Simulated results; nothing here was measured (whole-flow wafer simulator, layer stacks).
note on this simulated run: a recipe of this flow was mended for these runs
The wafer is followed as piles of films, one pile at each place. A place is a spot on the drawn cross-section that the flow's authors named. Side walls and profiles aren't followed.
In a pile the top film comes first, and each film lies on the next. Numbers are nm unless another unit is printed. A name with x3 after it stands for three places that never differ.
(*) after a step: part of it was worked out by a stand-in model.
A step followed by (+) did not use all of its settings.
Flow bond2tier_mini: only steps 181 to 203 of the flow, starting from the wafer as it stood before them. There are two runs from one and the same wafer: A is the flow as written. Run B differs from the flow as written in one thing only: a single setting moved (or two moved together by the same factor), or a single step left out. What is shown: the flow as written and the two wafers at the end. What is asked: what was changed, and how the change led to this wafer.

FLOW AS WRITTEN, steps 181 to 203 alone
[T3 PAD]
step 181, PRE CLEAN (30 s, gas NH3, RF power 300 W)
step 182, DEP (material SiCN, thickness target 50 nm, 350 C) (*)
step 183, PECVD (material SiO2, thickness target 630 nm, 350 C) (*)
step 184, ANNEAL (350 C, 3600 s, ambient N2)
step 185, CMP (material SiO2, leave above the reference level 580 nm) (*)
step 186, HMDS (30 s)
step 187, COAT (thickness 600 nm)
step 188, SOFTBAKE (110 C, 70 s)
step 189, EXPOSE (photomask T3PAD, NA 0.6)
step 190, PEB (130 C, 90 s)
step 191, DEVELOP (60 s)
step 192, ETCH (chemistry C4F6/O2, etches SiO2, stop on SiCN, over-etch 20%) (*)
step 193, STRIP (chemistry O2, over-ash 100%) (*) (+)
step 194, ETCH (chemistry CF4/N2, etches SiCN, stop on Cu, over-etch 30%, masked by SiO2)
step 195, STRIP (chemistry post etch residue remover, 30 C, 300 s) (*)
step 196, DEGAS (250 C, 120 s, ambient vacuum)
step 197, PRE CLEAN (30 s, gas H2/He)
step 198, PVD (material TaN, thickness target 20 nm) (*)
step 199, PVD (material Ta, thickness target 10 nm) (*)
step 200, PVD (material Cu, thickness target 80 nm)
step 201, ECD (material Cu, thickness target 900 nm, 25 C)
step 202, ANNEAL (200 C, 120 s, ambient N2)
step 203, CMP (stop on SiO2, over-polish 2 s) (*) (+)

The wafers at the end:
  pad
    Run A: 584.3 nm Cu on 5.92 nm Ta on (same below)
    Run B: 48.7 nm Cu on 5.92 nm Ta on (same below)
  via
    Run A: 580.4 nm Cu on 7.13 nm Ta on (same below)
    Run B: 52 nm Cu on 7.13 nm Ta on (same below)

Cause: step 201, ECD: material Cu, thickness target 900 nm, 25 C, was skipped.

How this came from the change, step by step:
  step 203, CMP (stop on SiO2, over-polish 2 s) (*) (+)
      pad: A Cu loses 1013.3 | B nothing
      field: A Cu loses 980 (all of it), Ta loses 10 (all of it), TaN loses 20 (all of it) | B Cu loses 80 (all of it), Ta loses 10 (all of it), TaN loses 20 (all of it)
      (as well as at 1 more place)
